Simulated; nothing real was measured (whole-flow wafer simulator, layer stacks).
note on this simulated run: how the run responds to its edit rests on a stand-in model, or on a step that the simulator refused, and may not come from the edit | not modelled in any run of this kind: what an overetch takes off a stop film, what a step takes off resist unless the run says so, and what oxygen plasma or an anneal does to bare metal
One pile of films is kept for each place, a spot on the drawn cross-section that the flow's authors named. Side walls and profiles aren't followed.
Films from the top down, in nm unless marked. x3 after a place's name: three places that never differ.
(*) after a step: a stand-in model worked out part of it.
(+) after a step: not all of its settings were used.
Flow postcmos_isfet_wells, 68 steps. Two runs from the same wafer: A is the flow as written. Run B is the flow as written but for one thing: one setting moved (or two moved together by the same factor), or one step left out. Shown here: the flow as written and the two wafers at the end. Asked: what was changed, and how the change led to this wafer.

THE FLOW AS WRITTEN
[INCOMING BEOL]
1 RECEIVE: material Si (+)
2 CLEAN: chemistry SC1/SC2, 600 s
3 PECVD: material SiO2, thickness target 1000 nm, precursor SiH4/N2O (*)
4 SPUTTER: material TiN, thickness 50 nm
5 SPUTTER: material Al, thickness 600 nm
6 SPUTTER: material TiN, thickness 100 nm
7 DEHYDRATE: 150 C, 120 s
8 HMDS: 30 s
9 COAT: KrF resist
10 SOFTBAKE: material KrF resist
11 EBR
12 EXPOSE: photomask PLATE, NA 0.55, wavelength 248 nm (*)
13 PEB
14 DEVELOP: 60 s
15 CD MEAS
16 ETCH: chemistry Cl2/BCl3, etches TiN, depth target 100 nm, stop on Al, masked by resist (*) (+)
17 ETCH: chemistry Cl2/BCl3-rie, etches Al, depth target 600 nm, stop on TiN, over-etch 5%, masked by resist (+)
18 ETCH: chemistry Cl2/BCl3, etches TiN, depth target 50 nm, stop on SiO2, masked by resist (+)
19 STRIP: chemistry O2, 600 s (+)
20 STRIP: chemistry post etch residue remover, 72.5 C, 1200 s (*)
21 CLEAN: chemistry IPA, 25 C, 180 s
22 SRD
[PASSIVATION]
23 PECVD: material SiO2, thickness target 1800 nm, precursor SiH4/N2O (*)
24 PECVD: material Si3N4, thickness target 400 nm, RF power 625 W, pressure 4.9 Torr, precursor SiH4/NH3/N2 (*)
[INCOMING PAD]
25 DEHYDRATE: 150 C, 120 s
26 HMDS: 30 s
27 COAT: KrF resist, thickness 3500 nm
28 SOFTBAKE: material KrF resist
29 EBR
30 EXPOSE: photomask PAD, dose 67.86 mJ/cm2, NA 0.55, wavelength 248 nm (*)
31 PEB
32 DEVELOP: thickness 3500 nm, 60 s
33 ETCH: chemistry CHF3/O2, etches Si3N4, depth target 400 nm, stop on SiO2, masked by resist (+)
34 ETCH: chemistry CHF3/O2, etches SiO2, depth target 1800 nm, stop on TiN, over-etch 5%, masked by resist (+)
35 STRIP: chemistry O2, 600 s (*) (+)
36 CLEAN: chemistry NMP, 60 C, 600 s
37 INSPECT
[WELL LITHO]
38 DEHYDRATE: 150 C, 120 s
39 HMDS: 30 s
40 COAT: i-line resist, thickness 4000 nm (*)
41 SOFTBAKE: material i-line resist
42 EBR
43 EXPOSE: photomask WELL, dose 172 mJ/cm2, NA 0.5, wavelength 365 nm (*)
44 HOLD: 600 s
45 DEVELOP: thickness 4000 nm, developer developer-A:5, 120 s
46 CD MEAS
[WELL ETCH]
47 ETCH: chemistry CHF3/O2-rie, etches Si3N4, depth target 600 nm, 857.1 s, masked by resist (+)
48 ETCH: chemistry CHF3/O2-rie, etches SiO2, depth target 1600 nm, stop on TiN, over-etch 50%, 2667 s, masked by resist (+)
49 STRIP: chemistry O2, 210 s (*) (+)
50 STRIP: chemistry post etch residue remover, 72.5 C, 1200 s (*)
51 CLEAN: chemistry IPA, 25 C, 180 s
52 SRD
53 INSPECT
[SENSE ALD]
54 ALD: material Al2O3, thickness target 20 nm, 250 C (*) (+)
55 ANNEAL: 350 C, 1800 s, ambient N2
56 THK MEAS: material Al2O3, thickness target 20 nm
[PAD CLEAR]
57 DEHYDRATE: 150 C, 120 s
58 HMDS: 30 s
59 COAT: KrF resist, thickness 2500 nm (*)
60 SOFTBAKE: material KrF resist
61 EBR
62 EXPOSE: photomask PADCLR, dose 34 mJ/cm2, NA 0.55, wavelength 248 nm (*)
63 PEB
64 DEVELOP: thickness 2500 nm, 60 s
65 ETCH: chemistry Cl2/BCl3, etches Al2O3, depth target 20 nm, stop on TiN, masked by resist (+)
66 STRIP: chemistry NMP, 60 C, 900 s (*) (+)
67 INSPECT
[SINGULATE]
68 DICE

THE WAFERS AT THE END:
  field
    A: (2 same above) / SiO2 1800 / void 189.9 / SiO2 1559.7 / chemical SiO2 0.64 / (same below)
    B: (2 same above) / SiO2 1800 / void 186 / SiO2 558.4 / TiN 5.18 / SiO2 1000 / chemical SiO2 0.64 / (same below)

The cause: step 18, ETCH: depth target 44.4 nm was run, where the flow has depth target 50 nm.

How the change led to this, step by step:
  18 ETCH: chemistry Cl2/BCl3, etches TiN, depth target 50 nm, stop on SiO2, masked by resist (+)
      field: A TiN -50 (all of it) | B TiN -44.4
      margin, well900, well1300 x3, pad_rim, pad_clr, pad_open: A KrF resist -20 | B KrF resist -17.8
  23 PECVD: material SiO2, thickness target 1800 nm, precursor SiH4/N2O (*)
      field: A SiO2 +1800 (new film), void +189.9 (new film), SiO2 +559.7 | B SiO2 +1800 (new film), void +186 (new film), SiO2 +558.4 (new film)
Counting metal films that touch as one body, field has 1 body; the flow as written gives 0 bodies.
